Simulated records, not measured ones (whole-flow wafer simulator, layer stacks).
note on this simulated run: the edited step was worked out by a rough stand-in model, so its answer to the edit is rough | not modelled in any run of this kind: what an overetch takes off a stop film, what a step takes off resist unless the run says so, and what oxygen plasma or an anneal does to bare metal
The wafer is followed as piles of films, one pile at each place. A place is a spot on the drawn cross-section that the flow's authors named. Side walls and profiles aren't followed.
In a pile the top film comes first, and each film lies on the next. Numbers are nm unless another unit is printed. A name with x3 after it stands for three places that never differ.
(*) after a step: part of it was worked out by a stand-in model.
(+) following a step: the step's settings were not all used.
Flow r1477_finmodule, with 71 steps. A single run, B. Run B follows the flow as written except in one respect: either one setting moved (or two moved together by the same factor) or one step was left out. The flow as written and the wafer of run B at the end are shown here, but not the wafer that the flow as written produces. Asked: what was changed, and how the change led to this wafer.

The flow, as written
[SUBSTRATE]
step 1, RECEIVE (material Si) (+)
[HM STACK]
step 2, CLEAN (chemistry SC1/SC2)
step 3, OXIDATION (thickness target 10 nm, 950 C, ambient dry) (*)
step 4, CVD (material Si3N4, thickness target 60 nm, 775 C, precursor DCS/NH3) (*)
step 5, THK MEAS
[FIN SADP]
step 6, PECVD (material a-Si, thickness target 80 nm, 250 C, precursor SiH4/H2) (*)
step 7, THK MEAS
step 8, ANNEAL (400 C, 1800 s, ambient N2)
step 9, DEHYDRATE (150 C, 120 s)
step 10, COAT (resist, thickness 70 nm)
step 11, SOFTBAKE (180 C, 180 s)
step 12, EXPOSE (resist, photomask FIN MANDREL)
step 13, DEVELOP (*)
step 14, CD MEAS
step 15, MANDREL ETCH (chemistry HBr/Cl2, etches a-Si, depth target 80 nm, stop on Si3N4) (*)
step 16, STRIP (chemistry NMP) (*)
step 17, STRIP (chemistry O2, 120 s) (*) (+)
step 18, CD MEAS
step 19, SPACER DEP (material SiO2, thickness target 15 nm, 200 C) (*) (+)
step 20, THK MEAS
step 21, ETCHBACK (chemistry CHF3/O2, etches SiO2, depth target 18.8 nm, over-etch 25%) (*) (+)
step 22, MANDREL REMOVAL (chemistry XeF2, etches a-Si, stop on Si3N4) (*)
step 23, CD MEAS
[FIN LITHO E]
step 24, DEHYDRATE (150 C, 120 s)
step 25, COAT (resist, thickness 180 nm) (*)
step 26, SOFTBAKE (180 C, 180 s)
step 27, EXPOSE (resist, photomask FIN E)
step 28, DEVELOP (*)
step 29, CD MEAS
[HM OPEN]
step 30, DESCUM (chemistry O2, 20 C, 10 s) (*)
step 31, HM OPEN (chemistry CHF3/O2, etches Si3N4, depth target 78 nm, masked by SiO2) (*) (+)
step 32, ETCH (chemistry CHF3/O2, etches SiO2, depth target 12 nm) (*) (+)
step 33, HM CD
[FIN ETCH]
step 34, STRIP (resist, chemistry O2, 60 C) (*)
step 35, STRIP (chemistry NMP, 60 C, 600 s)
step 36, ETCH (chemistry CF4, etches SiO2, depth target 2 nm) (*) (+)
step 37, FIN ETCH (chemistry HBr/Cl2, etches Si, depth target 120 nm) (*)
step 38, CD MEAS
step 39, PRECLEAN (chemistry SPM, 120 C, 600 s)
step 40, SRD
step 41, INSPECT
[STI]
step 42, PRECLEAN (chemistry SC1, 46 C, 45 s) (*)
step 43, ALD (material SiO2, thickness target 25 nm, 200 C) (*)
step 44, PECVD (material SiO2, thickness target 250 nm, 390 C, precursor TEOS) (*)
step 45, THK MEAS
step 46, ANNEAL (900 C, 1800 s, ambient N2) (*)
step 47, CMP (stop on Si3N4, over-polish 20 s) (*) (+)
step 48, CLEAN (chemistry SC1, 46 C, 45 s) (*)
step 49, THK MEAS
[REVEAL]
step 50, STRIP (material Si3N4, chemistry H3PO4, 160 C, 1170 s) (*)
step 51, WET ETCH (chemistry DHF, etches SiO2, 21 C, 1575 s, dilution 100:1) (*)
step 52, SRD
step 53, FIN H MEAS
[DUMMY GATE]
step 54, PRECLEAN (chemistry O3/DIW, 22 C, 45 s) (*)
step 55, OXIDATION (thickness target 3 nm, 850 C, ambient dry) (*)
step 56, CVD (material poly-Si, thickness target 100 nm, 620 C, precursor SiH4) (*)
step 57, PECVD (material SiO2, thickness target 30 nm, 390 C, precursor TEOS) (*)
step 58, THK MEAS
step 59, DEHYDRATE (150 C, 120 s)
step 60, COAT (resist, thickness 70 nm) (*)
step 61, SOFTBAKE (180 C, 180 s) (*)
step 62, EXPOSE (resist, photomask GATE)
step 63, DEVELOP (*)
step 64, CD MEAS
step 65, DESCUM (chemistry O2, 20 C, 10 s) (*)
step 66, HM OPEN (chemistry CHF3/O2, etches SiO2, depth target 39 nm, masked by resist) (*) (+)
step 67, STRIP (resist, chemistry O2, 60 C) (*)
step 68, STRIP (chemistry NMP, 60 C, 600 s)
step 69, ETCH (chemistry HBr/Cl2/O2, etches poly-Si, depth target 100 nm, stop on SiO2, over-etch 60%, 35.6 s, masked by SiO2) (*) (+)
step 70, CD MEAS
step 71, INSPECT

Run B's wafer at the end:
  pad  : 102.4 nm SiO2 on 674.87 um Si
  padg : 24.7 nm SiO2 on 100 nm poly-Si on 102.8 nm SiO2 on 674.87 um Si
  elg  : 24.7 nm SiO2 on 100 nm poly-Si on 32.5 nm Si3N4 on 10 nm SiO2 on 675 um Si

Cause: step 36, ETCH: depth target 1.4 nm was run, though the flow has depth target 2 nm.

Step by step, how the change led to this:
  step 36, ETCH (chemistry CF4, etches SiO2, depth target 2 nm) (*) (+)
      elg, e40lg, e100lg, e200lg, elo, e40lo, e100lo, e200lo: Si3N4 loses 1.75 (in the flow as written it would be: Si3N4 loses 2.5)
      s40sg_line, s45sg_line, s50sg_line, s40so_line, s45so_line, s50so_line: SiO2 loses 1.4 (in the flow as written it would be: SiO2 loses 2)
  step 51, WET ETCH (chemistry DHF, etches SiO2, 21 C, 1575 s, dilution 100:1) (*)
      elg, e40lg, e100lg, e200lg, elo, e40lo, e100lo, e200lo: SiO2 loses 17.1 (all of it), Si3N4 loses 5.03 (in the flow as written it would be: SiO2 loses 17.8 (all of it), Si3N4 loses 4.97)
